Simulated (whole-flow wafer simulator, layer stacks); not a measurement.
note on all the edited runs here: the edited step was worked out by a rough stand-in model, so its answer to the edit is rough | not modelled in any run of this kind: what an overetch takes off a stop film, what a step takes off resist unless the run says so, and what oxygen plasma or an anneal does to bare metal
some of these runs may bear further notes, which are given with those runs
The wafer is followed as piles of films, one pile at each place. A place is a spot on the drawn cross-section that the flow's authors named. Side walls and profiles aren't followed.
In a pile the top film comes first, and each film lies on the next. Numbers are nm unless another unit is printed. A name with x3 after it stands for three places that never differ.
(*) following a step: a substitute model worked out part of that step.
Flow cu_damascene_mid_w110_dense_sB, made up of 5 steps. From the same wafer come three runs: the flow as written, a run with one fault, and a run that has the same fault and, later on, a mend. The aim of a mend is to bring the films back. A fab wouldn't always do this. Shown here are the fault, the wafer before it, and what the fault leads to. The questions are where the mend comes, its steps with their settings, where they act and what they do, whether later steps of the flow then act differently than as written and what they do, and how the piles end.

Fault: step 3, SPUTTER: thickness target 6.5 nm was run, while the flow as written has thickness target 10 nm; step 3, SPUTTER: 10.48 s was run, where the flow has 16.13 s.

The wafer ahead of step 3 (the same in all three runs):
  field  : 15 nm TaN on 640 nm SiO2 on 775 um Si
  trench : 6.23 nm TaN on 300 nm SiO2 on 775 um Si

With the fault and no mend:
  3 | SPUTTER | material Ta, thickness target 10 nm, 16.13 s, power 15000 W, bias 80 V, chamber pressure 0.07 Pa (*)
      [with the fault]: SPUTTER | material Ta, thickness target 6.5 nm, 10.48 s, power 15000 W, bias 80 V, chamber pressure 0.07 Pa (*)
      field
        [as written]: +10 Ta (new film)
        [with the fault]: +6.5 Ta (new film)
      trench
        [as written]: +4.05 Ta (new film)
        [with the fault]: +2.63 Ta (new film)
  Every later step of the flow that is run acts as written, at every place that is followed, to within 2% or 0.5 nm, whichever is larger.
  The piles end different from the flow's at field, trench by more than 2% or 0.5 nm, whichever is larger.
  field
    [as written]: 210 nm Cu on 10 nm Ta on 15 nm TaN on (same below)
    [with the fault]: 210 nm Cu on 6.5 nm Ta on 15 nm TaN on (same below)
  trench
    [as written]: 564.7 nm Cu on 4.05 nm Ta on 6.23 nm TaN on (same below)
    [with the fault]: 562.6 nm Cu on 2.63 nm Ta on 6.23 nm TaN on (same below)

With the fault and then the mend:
  After step 3 comes the mend.
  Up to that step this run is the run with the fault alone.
  3a | SPUTTER | material Ta, thickness target 3.5 nm, 5.646 s, power 15000 W, bias 80 V, chamber pressure 0.07 Pa (*) (the flow's step 3, run once more with other settings)
      field
        +3.5 Ta
      trench
        +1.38 Ta
  Every later step of the flow that is run acts as written at every place that is followed.
  At the end the piles are close to the flow's at the places that both follow, differing by at most 2% or 0.5 nm, whichever is larger.
